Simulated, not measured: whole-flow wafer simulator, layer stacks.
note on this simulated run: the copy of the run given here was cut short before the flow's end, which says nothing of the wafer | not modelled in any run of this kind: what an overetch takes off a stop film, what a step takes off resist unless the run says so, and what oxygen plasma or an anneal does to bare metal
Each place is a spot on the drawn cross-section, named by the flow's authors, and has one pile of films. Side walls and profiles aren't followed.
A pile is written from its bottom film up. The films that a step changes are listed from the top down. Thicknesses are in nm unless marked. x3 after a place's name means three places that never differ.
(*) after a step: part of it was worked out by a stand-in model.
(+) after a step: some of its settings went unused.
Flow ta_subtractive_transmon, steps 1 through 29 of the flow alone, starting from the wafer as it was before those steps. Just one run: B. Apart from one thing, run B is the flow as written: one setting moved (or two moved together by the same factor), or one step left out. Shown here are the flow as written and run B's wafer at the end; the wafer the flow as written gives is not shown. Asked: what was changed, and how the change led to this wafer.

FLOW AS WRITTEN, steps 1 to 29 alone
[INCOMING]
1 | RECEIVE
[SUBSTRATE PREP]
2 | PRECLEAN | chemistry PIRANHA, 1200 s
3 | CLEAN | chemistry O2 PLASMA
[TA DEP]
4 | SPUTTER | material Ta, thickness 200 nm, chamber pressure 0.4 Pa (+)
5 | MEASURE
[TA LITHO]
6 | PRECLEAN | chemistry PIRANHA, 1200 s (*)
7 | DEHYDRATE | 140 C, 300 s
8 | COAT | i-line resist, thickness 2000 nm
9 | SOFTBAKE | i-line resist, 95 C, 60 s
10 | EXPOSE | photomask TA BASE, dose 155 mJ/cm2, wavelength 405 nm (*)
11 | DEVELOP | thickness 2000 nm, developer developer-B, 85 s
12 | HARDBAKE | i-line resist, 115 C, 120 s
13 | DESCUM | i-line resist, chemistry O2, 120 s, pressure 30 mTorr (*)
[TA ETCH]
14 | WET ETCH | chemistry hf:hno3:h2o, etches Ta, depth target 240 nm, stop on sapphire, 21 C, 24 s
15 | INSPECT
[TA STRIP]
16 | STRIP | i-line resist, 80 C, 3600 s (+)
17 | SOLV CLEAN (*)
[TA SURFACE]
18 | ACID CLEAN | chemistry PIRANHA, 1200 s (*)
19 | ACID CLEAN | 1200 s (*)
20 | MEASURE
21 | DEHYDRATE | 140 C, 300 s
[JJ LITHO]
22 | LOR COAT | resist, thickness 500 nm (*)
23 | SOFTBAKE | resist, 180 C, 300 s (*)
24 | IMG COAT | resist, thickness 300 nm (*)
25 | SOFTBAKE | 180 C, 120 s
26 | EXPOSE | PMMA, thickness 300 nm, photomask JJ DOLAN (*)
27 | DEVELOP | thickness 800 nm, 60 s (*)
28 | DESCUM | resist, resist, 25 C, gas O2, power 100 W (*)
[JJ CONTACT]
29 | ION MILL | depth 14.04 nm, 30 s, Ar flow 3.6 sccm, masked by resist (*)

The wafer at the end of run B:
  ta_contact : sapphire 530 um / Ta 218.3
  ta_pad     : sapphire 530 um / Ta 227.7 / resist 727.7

The reason: step 4, SPUTTER: thickness 228 nm was run, whereas the flow has thickness 200 nm.

The path from the change to this, step by step:
  4 | SPUTTER | material Ta, thickness 200 nm, chamber pressure 0.4 Pa (+)
      field x2, jj_line, lead, ta_contact, ta_pad: Ta gains 228 (new film) (in the flow as written it would be: Ta gains 200 (new film))
  14 | WET ETCH | chemistry hf:hno3:h2o, etches Ta, depth target 240 nm, stop on sapphire, 21 C, 24 s
      field x2, jj_line, lead: Ta loses 228 (all of it) (in the flow as written it would be: Ta loses 200 (all of it))
